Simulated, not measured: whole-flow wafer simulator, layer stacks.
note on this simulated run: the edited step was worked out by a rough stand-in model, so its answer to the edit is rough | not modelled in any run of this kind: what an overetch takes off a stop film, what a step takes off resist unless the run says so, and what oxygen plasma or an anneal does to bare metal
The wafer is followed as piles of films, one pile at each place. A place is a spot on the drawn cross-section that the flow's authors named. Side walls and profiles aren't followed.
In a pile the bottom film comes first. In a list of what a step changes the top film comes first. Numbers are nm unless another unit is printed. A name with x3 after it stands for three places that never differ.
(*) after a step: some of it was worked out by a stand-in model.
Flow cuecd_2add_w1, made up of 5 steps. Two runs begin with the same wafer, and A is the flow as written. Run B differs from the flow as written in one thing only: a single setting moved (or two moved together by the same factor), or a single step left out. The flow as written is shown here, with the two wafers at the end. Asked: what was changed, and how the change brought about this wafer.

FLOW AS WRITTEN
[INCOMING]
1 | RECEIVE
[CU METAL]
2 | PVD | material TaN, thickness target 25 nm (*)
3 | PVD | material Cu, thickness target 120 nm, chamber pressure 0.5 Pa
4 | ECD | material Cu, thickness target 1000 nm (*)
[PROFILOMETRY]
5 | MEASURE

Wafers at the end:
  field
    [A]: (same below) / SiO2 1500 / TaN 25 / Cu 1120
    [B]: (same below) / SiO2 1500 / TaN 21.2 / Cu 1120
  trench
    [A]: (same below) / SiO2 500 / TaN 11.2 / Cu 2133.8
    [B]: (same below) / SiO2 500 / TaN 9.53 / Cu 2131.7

The reason: step 2, PVD: thickness target 21.2 nm was run, while the flow as written has thickness target 25 nm.
One can read it off the wafer: field has TaN 21.2, and step 2 as written asks for 25 nm.

How this came from the change, step by step:
  2 | PVD | material TaN, thickness target 25 nm (*)
      field: A TaN gains 25 (new film) | B TaN gains 21.2 (new film)
      trench: A TaN gains 11.2 (new film) | B TaN gains 9.53 (new film)
